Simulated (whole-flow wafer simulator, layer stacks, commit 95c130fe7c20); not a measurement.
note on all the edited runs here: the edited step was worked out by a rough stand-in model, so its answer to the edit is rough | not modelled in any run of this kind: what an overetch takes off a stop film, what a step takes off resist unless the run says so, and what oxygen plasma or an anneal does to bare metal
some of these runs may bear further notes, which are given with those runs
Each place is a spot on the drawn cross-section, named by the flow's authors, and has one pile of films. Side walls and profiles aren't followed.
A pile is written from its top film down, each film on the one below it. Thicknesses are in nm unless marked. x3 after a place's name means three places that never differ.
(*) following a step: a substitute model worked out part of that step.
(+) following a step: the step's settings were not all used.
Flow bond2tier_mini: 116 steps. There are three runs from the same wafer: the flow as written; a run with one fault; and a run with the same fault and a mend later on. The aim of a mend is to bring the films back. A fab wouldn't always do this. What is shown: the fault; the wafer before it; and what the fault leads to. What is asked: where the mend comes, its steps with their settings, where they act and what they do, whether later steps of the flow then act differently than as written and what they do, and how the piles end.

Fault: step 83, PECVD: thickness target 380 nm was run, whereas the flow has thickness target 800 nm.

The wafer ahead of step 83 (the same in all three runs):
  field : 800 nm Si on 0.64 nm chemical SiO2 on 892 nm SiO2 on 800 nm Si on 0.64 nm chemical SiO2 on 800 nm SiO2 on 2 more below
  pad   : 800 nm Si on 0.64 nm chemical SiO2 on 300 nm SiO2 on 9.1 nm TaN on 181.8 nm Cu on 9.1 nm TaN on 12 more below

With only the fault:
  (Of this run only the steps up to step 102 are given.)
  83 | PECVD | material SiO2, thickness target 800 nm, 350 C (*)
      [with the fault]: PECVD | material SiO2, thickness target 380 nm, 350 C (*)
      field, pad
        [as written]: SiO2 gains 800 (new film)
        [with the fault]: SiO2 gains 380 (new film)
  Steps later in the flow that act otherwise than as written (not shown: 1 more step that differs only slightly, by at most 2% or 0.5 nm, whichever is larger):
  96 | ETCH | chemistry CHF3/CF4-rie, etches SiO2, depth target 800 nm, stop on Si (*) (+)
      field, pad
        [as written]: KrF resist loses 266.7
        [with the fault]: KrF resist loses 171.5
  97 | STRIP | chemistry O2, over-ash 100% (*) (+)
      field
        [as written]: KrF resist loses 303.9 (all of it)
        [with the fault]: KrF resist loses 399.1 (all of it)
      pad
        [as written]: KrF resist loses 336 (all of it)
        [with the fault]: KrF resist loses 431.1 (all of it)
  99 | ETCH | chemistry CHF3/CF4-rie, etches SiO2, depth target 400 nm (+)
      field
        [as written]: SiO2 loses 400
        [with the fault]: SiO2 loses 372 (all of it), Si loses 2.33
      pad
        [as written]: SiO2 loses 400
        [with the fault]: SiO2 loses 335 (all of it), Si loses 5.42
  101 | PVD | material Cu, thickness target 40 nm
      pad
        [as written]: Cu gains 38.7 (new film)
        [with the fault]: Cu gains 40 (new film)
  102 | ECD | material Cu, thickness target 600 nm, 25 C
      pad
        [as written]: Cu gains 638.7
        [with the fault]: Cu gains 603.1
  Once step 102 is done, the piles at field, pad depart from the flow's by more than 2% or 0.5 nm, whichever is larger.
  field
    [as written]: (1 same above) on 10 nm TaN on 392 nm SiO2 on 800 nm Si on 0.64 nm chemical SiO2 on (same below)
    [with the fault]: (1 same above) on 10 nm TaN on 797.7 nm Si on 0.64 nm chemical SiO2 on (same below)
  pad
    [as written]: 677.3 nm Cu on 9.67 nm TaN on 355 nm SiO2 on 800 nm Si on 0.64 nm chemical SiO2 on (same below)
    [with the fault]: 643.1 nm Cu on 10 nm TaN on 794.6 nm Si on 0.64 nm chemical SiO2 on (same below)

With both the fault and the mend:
  The mend stands after step 83.
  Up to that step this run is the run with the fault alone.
  83a | PECVD | material SiO2, thickness target 420 nm, 350 C (*) (the flow's step 83, run once more with other settings)
      field, pad
        SiO2 gains 420
  Later steps of the flow that are run all act as written at every place that is followed.
  By the end, the piles equal the flow's at every place that both follow.
